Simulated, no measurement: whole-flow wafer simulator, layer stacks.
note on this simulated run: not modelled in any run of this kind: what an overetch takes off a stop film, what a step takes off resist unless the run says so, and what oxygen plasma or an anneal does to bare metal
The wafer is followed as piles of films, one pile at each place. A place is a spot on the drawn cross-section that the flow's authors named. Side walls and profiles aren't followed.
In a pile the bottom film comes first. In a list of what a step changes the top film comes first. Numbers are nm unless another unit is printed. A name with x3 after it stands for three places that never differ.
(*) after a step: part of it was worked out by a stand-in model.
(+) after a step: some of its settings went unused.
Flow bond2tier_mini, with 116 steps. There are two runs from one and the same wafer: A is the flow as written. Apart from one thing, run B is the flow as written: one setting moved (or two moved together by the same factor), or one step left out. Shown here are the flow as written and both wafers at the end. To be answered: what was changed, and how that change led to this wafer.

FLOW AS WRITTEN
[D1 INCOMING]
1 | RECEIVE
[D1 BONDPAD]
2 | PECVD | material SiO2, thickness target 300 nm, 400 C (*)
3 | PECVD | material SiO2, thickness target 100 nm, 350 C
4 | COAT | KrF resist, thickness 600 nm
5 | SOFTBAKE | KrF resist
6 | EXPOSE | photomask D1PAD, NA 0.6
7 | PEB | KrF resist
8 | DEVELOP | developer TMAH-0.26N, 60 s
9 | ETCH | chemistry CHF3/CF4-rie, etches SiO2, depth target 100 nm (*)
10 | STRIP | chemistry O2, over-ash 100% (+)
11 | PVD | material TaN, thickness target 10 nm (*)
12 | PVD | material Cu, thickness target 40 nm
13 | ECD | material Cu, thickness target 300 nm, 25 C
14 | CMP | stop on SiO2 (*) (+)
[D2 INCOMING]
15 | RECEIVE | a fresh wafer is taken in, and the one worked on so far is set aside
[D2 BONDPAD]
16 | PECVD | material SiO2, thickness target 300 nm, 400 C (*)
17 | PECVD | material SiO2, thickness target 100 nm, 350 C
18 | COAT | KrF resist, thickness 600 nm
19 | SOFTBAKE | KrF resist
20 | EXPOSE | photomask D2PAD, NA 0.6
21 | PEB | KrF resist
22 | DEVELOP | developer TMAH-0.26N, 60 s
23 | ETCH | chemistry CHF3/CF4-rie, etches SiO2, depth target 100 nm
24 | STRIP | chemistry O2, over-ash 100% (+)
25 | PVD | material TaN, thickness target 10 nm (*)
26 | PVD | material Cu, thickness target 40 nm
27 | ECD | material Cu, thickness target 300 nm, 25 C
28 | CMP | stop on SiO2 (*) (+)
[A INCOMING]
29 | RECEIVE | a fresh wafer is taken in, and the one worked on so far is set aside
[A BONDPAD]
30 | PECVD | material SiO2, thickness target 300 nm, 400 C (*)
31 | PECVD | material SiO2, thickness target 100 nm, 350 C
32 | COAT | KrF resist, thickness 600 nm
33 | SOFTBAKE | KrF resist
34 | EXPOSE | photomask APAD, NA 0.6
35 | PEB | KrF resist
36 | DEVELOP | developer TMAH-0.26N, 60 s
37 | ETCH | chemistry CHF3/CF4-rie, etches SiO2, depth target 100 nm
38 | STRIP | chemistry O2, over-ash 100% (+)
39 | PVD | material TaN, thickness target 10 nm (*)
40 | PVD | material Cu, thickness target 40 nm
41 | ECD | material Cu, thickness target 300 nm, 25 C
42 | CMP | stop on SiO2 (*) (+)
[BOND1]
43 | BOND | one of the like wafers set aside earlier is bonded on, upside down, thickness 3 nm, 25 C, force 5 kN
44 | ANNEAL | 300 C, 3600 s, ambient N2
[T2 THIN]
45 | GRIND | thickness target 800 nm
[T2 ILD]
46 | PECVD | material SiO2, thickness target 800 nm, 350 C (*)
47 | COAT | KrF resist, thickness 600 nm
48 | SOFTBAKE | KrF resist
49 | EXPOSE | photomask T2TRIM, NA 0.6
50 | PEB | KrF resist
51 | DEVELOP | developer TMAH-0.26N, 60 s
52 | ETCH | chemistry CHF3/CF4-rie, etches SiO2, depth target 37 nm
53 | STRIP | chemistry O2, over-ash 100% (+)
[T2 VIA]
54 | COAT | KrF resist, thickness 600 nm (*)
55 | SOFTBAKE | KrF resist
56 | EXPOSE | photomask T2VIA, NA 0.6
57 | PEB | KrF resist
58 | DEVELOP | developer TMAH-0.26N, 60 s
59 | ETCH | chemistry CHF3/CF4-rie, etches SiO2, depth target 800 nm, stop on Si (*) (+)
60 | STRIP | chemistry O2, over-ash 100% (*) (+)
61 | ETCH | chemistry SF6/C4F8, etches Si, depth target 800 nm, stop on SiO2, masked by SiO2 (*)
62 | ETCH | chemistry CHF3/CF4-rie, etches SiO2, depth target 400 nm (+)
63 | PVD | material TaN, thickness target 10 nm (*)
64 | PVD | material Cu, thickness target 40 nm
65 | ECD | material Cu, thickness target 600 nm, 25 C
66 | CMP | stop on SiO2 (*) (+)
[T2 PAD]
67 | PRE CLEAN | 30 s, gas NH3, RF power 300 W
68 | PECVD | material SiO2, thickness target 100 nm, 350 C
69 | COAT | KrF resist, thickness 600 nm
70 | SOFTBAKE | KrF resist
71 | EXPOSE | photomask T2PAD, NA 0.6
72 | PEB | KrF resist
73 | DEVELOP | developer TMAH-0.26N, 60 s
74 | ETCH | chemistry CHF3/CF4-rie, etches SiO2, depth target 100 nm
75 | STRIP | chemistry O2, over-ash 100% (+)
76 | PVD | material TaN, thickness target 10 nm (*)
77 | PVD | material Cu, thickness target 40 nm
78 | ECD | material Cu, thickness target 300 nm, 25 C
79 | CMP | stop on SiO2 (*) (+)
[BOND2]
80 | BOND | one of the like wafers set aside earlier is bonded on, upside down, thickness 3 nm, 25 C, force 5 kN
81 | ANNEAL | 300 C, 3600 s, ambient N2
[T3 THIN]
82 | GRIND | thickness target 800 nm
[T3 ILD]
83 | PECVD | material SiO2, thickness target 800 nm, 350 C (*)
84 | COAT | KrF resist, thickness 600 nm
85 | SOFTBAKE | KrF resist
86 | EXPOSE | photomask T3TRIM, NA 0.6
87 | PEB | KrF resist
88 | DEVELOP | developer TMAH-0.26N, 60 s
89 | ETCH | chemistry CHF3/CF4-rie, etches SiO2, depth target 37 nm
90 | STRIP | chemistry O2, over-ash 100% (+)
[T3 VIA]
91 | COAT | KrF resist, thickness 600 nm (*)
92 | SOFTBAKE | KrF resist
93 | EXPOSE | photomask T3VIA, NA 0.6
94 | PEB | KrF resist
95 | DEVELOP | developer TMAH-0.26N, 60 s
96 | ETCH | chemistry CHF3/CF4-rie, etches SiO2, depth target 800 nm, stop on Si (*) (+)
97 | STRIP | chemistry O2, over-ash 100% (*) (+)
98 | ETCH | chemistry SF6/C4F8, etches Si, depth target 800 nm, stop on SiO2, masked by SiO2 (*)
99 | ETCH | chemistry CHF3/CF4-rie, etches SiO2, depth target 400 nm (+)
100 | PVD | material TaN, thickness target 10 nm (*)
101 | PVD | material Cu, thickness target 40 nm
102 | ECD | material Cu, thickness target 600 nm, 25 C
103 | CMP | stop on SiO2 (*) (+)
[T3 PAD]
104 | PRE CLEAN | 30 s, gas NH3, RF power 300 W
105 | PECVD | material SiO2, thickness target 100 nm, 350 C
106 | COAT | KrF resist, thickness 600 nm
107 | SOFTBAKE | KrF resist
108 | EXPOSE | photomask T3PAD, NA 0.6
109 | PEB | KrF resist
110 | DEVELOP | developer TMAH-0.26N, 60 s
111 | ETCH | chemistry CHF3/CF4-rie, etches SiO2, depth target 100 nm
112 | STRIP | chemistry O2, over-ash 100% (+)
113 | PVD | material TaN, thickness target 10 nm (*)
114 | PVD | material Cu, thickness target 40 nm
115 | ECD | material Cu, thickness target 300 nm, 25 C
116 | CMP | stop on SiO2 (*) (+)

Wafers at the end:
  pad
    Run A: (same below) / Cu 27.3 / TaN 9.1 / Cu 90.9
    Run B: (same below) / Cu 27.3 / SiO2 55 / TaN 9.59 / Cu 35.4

What caused this: step 111, ETCH: depth target 45 nm was run, though the flow has depth target 100 nm.

Step by step, how the change led to this:
  111 | ETCH | chemistry CHF3/CF4-rie, etches SiO2, depth target 100 nm
      pad: A SiO2 loses 100 (all of it) | B SiO2 loses 45
      field: A KrF resist loses 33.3 | B KrF resist loses 15
  112 | STRIP | chemistry O2, over-ash 100% (+)
      field: A KrF resist loses 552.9 (all of it) | B KrF resist loses 571.3 (all of it)
  114 | PVD | material Cu, thickness target 40 nm
      pad: A Cu gains 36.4 (new film) | B Cu gains 38.4 (new film)
  115 | ECD | material Cu, thickness target 300 nm, 25 C
      pad: A Cu gains 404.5 | B Cu gains 347
Taking metal films that touch as one body, pad has 4 bodies (between them, from the top down: SiO2 55; SiO2 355 / Si 800 / chemical SiO2 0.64 / SiO2 300; SiO2 355 / Si 800 / chemical SiO2 0.64 / SiO2 300); the flow as written gives 3 bodies (between them, from the top down: SiO2 355 / Si 800 / chemical SiO2 0.64 / SiO2 300; SiO2 355 / Si 800 / chemical SiO2 0.64 / SiO2 300).
